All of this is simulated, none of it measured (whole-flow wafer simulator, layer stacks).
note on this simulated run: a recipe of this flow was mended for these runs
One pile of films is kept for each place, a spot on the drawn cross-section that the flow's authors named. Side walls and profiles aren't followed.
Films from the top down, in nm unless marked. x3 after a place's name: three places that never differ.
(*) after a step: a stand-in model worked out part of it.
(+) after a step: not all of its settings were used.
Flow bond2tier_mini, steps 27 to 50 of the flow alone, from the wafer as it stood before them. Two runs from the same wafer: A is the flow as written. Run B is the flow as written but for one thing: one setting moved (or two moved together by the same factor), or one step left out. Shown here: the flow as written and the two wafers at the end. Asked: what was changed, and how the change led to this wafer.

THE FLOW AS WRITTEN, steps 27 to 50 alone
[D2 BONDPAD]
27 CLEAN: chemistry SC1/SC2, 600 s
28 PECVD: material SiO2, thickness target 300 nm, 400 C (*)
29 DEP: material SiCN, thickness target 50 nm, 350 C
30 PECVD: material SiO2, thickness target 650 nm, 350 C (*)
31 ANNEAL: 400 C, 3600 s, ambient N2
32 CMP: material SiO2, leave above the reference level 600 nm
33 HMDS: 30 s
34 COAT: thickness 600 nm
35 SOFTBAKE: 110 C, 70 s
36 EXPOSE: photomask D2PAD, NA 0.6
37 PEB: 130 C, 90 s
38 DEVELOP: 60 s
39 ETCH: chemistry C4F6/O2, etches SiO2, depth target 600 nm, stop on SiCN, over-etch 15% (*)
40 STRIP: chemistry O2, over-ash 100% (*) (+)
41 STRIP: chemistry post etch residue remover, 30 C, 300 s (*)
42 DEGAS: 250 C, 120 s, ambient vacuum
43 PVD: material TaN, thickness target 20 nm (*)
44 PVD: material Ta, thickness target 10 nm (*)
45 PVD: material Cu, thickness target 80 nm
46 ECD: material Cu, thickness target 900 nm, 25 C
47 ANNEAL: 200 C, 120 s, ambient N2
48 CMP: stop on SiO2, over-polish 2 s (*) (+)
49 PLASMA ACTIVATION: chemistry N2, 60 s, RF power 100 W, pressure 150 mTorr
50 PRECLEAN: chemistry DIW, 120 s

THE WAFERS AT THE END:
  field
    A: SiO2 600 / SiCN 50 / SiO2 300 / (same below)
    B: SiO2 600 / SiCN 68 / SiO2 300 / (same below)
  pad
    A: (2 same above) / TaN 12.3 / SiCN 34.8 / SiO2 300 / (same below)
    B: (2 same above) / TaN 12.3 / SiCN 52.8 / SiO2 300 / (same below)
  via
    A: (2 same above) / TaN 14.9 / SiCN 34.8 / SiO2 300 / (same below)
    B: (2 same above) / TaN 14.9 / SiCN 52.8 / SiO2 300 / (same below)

The cause: step 29, DEP: thickness target 68 nm was run, where the flow has thickness target 50 nm.
It can be read off the wafer: field has SiCN 68, and step 29 as written asks for 50 nm.

How the change led to this, step by step:
  29 DEP: material SiCN, thickness target 50 nm, 350 C
      field, pad, via: A SiCN +50 (new film) | B SiCN +68 (new film)
